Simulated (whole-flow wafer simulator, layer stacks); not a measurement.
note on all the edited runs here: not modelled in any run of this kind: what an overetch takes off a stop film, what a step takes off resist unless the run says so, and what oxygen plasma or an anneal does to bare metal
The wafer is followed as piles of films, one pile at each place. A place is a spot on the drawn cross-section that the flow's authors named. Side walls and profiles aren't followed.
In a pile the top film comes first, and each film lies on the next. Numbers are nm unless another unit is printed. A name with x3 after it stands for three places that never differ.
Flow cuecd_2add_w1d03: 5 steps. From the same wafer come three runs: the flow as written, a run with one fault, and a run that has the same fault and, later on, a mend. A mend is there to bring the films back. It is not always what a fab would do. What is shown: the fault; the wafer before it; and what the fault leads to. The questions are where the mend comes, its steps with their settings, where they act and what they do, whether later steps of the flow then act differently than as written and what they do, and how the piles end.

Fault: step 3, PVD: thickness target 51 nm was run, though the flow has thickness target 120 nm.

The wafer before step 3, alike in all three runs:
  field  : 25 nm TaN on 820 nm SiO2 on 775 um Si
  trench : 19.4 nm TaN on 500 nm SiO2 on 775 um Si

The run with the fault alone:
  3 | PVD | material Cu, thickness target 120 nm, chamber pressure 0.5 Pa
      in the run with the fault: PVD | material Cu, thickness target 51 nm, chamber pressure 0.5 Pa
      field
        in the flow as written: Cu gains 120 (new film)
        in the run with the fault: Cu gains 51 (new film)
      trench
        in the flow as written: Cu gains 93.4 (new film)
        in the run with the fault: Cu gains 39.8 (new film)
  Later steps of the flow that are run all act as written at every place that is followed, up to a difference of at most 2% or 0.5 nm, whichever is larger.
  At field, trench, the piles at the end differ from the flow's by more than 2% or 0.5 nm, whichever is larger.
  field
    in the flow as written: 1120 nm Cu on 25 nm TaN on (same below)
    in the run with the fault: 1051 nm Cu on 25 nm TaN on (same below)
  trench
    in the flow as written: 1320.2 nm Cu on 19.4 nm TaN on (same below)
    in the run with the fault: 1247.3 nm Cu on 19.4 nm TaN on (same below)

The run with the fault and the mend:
  The mend follows step 3.
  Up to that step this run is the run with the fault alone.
  3a | PVD | material Cu, thickness target 69 nm, chamber pressure 0.5 Pa (a further turn of the flow's step 3, with different settings)
      field
        Cu gains 69
      trench
        Cu gains 52.6
  Later steps of the flow that are run all act as written at every place that is followed, up to a difference of at most 2% or 0.5 nm, whichever is larger.
  The piles end only slightly different from the flow's at the places that both follow, by no more than 2% or 0.5 nm, whichever is larger.
